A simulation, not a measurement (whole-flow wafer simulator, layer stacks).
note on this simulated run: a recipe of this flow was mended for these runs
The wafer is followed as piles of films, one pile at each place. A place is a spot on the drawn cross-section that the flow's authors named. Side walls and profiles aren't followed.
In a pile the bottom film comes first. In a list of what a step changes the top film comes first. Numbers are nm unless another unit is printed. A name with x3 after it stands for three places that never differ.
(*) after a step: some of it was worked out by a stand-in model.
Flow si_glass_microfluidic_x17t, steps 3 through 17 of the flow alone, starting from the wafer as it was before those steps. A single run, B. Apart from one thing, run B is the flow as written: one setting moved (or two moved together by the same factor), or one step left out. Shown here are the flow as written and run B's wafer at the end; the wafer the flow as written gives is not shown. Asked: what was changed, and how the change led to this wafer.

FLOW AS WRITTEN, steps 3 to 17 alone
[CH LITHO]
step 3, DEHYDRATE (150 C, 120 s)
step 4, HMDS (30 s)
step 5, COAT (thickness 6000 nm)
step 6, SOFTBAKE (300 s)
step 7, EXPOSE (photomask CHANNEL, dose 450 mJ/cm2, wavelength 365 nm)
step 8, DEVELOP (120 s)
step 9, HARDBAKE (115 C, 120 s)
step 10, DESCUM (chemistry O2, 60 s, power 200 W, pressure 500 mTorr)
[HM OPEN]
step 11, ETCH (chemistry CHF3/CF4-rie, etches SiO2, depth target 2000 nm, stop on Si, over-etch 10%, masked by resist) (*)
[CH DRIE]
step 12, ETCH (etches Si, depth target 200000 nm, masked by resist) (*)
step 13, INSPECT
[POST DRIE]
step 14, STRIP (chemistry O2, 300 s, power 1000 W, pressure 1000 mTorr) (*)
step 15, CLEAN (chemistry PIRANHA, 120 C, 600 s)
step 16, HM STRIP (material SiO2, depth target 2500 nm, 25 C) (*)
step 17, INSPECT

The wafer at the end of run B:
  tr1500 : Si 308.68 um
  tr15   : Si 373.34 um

The reason: step 5, COAT: thickness 3840 nm was run, while the flow as written has thickness 6000 nm.

The path from the change to this, step by step:
  step 5, COAT (thickness 6000 nm)
      land, tr110, tr1500, tr15: thick-i-line-resist gains 3840 (new film) (it would be, as written: thick-i-line-resist gains 6000 (new film))
  step 8, DEVELOP (120 s)
      tr110, tr1500, tr15: thick-i-line-resist loses 3840 (all of it) (it would be, as written: thick-i-line-resist loses 6000 (all of it))
  step 9, HARDBAKE (115 C, 120 s)
      land: thick-i-line-resist loses 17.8 (it would be, as written: thick-i-line-resist loses 33.5)
  step 12, ETCH (etches Si, depth target 200000 nm, masked by resist) (*)
      tr1500: Si loses 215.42 um (it would be, as written: Si loses 215.73 um)
      tr15: Si loses 150.76 um (it would be, as written: Si loses 149.99 um)
  step 14, STRIP (chemistry O2, 300 s, power 1000 W, pressure 1000 mTorr) (*)
      land: thick-i-line-resist loses 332 (all of it) (it would be, as written: thick-i-line-resist loses 2472.3 (all of it))
